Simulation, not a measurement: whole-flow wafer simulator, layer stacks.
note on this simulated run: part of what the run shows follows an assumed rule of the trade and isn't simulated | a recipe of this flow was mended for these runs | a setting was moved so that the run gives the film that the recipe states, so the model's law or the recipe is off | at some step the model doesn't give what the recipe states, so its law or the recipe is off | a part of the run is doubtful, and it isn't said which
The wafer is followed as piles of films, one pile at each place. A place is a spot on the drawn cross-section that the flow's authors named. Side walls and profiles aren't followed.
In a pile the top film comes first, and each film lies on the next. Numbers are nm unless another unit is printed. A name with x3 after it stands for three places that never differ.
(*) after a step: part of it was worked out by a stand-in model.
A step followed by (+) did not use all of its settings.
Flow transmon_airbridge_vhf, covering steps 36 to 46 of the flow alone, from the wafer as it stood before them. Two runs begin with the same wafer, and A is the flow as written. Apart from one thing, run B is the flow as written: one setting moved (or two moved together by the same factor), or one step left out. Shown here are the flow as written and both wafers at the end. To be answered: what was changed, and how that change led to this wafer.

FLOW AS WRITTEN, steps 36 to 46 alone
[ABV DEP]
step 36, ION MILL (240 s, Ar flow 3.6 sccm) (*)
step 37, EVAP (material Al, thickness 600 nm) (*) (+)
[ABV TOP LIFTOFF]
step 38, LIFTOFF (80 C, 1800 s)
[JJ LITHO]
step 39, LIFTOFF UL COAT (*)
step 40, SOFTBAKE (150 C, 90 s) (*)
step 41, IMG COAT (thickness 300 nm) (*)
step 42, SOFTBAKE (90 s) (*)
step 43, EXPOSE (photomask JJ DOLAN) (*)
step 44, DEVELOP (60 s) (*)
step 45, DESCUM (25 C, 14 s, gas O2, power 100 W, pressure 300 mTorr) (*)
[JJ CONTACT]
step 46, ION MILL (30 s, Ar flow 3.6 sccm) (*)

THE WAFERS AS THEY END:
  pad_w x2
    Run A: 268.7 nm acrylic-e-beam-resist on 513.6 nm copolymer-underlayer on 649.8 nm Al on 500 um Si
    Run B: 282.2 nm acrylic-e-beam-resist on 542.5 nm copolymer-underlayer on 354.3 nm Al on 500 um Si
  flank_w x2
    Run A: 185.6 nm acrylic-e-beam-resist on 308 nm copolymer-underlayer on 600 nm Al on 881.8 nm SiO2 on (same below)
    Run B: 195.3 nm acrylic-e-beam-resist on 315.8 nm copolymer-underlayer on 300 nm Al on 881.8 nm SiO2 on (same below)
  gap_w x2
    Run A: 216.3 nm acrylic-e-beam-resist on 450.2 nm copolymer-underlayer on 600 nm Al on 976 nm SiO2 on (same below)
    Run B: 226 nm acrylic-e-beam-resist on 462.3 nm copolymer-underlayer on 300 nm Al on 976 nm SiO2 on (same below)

What caused this: step 37, EVAP: thickness 300 nm was run, while the flow as written has thickness 600 nm.
One can read it off the wafer: flank_w x2 has Al 300, and step 37 as written asks for 600 nm.

Step by step, how the change led to this:
  step 37, EVAP (material Al, thickness 600 nm) (*) (+)
      field x3, jj_line, ground_far and 10 more: A +600 Al (new film) | B +300 Al (new film)
      pad_w x2: A +591.1 Al | B +295.6 Al
  step 38, LIFTOFF (80 C, 1800 s)
      field x3, jj_line, trace_open_s x2: A -600 Al (all of it), -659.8 i-line-resist (all of it), -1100 lift-off-underlayer (all of it), -240 acrylic-e-beam-resist (all of it) | B -300 Al (all of it), -659.8 i-line-resist (all of it), -1100 lift-off-underlayer (all of it), -240 acrylic-e-beam-resist (all of it)
      margin_s, margin_n: A -600 Al (all of it), -378.2 i-line-resist (all of it), -823.4 lift-off-underlayer (all of it), -168.6 acrylic-e-beam-resist (all of it) | B -300 Al (all of it), -378.2 i-line-resist (all of it), -823.4 lift-off-underlayer (all of it), -168.6 acrylic-e-beam-resist (all of it)
      (as well as at 1 more place)
  step 39, LIFTOFF UL COAT (*)
      pad_w x2: A +513.6 copolymer-underlayer (new film) | B +542.5 copolymer-underlayer (new film)
      flank_w x2: A +308 copolymer-underlayer (new film) | B +315.8 copolymer-underlayer (new film)
      (as well as at 6 more places)
  step 41, IMG COAT (thickness 300 nm) (*)
      pad_w x2: A +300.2 acrylic-e-beam-resist (new film) | B +313.8 acrylic-e-beam-resist (new film)
      flank_w x2: A +217.1 acrylic-e-beam-resist (new film) | B +226.9 acrylic-e-beam-resist (new film)
      (as well as at 6 more places)
